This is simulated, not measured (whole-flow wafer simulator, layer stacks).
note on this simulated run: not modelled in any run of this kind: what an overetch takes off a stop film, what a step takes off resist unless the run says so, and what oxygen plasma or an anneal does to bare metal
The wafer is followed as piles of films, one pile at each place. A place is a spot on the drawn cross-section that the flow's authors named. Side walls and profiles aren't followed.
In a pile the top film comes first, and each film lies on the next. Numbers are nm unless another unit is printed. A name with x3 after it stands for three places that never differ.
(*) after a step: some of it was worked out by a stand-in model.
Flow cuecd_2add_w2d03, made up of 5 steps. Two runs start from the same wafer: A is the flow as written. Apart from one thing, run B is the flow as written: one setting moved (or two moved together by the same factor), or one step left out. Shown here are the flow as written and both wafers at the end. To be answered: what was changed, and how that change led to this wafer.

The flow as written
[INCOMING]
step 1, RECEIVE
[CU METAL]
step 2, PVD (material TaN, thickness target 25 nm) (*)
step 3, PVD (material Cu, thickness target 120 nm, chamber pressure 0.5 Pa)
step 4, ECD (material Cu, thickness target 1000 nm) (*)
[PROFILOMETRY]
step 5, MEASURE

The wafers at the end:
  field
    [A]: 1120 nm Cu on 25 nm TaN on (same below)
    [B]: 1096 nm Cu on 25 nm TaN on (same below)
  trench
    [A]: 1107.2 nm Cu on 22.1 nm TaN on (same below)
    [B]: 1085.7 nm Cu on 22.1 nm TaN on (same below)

What caused this: step 3, PVD: thickness target 96 nm was run, whereas the flow has thickness target 120 nm.

Step by step, how the change led to this:
  step 3, PVD (material Cu, thickness target 120 nm, chamber pressure 0.5 Pa)
      field: A +120 Cu (new film) | B +96 Cu (new film)
      trench: A +107.2 Cu (new film) | B +85.7 Cu (new film)
